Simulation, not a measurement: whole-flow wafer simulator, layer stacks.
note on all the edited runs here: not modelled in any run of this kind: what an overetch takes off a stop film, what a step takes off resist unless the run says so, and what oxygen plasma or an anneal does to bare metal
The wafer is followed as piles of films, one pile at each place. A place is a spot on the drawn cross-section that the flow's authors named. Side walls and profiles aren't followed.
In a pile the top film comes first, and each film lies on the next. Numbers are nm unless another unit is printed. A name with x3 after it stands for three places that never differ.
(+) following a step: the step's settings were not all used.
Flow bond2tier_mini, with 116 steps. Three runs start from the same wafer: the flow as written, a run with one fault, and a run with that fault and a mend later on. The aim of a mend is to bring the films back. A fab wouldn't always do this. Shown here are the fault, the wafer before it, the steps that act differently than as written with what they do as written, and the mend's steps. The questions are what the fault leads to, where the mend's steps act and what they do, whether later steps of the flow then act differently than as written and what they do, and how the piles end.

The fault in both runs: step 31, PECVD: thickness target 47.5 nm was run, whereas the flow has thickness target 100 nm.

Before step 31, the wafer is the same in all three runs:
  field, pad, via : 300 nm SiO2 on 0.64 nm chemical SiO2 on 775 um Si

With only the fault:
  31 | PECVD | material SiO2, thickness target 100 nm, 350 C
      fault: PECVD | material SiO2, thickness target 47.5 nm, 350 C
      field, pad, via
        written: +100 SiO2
        fault: +47.5 SiO2
  None of the later steps of the flow acts differently than as written at any place that is followed.
  The piles end different from the flow's at field, pad by more than 2% or 0.5 nm, whichever is larger.
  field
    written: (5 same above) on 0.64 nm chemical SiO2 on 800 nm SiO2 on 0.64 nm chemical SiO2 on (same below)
    fault: (5 same above) on 0.64 nm chemical SiO2 on 747.5 nm SiO2 on 0.64 nm chemical SiO2 on (same below)
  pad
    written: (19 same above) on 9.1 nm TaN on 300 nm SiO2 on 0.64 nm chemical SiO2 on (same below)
    fault: (19 same above) on 9.1 nm TaN on 247.5 nm SiO2 on 0.64 nm chemical SiO2 on (same below)

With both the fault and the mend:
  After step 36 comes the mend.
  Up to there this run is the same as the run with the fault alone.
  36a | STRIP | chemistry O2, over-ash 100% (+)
      field
        -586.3 KrF resist (all of it)
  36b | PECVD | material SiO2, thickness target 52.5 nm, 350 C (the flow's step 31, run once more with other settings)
      field, pad, via
        +52.5 SiO2
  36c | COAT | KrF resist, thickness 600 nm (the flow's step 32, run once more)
      field, pad, via
        +600 KrF resist (new film)
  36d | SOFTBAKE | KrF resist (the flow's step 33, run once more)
      alters no film at any place that is followed
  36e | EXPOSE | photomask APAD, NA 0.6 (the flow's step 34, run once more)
      alters no film at any place that is followed
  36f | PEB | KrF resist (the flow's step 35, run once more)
      alters no film at any place that is followed
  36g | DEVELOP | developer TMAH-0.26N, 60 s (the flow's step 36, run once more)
      pad, via
        -600 KrF resist (all of it)
      field
        -13.7 KrF resist
  None of the later steps of the flow acts differently than as written at any place that is followed.
  The piles end the same as the flow's at every place that both follow.
